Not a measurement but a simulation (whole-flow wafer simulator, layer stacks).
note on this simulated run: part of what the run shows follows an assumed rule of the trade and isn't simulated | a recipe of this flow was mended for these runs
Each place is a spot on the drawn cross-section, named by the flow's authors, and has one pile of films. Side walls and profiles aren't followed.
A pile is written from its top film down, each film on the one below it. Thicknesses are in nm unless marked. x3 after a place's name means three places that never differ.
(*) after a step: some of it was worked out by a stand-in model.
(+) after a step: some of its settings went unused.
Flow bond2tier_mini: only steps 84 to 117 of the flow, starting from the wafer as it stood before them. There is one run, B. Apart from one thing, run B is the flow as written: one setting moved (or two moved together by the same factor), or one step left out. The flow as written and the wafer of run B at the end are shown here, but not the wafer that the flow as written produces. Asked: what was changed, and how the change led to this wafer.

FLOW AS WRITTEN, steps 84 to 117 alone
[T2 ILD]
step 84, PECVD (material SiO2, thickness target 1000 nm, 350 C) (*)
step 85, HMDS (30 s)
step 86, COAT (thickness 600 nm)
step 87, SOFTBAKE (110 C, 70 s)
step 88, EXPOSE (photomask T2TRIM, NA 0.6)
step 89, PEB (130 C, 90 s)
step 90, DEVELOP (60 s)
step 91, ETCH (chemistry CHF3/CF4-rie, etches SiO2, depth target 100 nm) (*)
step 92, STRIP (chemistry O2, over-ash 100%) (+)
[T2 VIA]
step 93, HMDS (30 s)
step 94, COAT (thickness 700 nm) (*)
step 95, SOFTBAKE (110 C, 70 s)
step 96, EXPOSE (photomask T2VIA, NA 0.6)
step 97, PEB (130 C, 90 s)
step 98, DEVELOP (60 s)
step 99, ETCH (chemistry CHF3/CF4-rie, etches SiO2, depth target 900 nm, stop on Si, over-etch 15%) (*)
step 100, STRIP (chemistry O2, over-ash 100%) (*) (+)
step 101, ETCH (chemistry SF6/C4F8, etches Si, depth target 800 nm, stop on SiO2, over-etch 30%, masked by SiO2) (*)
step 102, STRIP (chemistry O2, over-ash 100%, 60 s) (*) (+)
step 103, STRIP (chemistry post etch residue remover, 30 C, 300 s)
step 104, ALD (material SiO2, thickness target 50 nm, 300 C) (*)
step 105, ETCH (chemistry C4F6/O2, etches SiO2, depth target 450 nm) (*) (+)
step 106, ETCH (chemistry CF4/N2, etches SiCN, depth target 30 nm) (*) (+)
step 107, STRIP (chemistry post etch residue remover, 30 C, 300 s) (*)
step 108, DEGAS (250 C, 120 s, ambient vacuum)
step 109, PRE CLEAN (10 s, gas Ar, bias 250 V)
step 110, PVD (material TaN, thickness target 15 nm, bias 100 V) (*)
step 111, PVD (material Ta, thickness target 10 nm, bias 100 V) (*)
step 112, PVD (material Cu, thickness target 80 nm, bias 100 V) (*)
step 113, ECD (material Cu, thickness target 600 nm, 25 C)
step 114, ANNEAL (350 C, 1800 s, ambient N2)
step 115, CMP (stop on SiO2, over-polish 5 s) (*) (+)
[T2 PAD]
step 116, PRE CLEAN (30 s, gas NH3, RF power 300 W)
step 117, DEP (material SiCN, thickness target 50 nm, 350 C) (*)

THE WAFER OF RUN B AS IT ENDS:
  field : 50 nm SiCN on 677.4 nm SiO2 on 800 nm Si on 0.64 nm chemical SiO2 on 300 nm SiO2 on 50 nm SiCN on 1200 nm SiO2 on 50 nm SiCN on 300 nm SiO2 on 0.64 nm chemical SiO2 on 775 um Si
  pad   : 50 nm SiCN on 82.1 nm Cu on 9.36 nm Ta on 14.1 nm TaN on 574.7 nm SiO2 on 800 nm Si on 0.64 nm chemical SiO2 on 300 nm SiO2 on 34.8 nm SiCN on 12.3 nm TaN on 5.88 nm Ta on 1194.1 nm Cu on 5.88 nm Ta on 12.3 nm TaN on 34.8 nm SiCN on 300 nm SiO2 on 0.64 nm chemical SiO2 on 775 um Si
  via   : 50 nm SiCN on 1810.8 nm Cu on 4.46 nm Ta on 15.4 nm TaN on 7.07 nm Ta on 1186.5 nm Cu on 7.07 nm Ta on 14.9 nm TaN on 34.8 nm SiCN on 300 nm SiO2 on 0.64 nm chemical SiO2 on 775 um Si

The reason: step 84, PECVD: thickness target 1120 nm was run, though the flow has thickness target 1000 nm; step 91, ETCH: depth target 112 nm was run, where the flow has depth target 100 nm.

How this came from the change, step by step:
  step 84, PECVD (material SiO2, thickness target 1000 nm, 350 C) (*)
      field, pad, via: +1120 SiO2 (new film) (in the flow as written it would be: +1000 SiO2 (new film))
  step 91, ETCH (chemistry CHF3/CF4-rie, etches SiO2, depth target 100 nm) (*)
      pad, via: -112 SiO2 (in the flow as written it would be: -100 SiO2)
      field: -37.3 thick-KrF-resist (in the flow as written it would be: -33.3 thick-KrF-resist)
  step 99, ETCH (chemistry CHF3/CF4-rie, etches SiO2, depth target 900 nm, stop on Si, over-etch 15%) (*)
      via: -1008 SiO2 (all of it), -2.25 Si (in the flow as written it would be: -900 SiO2 (all of it), -11.2 Si)
  step 112, PVD (material Cu, thickness target 80 nm, bias 100 V) (*)
      via: +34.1 Cu (new film) (in the flow as written it would be: +35 Cu (new film))
  step 113, ECD (material Cu, thickness target 600 nm, 25 C)
      via: +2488 Cu (in the flow as written it would be: +2367 Cu)
